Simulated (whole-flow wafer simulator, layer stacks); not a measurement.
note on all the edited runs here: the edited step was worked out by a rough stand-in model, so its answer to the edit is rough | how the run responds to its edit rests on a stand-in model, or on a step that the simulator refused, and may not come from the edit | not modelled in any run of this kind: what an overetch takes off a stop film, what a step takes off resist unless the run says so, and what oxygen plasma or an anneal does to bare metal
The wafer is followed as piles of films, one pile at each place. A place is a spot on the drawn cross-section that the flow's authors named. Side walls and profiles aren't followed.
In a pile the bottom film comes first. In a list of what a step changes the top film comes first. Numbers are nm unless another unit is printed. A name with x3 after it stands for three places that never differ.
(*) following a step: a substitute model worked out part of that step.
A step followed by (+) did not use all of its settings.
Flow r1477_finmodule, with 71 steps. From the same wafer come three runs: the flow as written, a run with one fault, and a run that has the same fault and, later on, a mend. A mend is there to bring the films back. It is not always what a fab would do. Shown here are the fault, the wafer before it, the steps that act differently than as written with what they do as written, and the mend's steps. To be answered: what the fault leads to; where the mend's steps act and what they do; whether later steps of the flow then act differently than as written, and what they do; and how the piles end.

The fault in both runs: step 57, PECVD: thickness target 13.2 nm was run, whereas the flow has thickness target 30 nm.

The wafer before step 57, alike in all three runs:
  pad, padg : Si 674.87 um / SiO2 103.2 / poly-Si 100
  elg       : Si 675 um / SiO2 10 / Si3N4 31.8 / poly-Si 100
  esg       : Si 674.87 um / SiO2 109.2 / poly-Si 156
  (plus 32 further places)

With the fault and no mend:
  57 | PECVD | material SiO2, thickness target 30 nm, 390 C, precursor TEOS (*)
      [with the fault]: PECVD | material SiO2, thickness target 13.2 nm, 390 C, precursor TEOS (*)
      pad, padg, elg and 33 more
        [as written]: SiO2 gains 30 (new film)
        [with the fault]: SiO2 gains 13.2 (new film)
  Steps further on in the flow that do not act as written (not shown: 3 more steps that differ only slightly, by at most 2% or 0.5 nm, whichever is larger):
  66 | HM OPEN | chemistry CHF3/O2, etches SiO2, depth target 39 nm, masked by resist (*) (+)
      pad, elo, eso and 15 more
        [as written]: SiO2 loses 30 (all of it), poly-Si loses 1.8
        [with the fault]: SiO2 loses 13.2 (all of it), poly-Si loses 1.32
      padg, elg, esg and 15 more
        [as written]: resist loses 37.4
        [with the fault]: resist loses 19
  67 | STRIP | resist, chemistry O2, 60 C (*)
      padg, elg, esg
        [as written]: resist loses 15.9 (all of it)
        [with the fault]: resist loses 34.3 (all of it)
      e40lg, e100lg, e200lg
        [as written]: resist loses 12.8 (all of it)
        [with the fault]: resist loses 31.2 (all of it)
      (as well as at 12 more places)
  By the end, the piles at padg, elg, esg and 15 more depart from the flow's by more than 2% or 0.5 nm, whichever is larger.
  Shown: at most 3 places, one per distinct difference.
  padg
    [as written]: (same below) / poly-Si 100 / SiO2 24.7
    [with the fault]: (same below) / poly-Si 100 / SiO2 7.9
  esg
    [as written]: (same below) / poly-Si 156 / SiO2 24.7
    [with the fault]: (same below) / poly-Si 156 / SiO2 7.9
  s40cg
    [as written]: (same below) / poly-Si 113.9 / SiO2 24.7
    [with the fault]: (same below) / poly-Si 113.9 / SiO2 7.9

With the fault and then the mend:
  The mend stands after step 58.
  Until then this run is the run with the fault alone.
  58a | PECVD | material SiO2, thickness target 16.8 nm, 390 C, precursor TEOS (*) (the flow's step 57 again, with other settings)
      pad, padg, elg and 33 more
        SiO2 gains 16.8
  Later steps of the flow that are run all act as written at every place that is followed.
  At every place that both follow, the piles at the end match the flow's.
